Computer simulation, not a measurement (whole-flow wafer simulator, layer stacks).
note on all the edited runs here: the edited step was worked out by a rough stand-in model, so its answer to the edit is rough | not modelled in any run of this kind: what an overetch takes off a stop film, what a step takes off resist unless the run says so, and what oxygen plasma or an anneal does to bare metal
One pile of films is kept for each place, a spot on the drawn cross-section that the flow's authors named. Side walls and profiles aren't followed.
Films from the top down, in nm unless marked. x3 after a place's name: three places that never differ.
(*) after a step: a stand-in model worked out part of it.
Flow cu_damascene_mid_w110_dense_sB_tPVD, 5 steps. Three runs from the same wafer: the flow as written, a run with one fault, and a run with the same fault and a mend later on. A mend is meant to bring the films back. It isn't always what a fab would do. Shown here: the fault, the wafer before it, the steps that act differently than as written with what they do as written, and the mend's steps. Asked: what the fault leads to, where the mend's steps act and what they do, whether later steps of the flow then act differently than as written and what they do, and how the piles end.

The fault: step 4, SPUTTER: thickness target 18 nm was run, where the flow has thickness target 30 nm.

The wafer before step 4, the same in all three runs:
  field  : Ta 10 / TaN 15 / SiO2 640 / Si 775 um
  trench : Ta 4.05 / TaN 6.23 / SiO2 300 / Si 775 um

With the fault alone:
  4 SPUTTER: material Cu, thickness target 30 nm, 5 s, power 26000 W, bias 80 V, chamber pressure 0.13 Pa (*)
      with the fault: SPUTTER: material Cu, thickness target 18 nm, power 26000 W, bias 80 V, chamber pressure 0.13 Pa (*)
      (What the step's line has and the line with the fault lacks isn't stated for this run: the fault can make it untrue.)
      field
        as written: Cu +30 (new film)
        with the fault: Cu +18 (new film)
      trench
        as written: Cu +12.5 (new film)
        with the fault: Cu +7.49 (new film)
  No later step of the flow acts differently than as written, at any place that is followed, by more than 2% or 0.5 nm, whichever is larger.
  At the end the piles differ from the flow's by more than 2% or 0.5 nm, whichever is larger, at field, trench.
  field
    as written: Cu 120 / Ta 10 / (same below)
    with the fault: Cu 108 / Ta 10 / (same below)
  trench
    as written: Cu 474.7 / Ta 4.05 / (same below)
    with the fault: Cu 462.7 / Ta 4.05 / (same below)

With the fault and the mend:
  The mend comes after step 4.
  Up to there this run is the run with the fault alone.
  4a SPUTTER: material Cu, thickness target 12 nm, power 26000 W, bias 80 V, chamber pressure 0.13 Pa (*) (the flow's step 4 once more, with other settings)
      field
        Cu +12
      trench
        Cu +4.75
  No later step of the flow acts differently than as written, at any place that is followed, by more than 2% or 0.5 nm, whichever is larger.
  At the end the piles are the same as the flow's at every place that both follow.
